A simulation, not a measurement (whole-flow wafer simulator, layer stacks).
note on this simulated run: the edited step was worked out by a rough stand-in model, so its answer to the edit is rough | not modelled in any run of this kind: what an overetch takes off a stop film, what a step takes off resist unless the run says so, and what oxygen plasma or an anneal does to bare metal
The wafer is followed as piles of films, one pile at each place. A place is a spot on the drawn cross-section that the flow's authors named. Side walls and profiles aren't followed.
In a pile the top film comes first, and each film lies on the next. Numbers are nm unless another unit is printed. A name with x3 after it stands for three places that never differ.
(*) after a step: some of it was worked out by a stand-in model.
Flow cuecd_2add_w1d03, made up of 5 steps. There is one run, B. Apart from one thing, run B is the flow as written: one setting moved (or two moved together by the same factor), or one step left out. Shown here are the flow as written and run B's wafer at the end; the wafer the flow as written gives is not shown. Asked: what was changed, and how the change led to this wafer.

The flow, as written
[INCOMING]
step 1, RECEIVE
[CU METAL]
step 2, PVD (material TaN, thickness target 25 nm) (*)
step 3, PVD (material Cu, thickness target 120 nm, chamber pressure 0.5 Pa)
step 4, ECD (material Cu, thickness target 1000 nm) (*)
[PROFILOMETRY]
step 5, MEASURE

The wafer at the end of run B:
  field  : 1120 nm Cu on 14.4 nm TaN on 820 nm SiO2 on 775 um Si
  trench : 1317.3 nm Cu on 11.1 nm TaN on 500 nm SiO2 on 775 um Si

The reason: step 2, PVD: thickness target 14.4 nm was run, while the flow as written has thickness target 25 nm.
The wafer itself shows it: field has TaN 14.4, and step 2 as written asks for 25 nm.

Step by step, how the change led to this:
  step 2, PVD (material TaN, thickness target 25 nm) (*)
      field: TaN gains 14.4 (new film) (as written it would have been: TaN gains 25 (new film))
      trench: TaN gains 11.1 (new film) (as written it would have been: TaN gains 19.4 (new film))
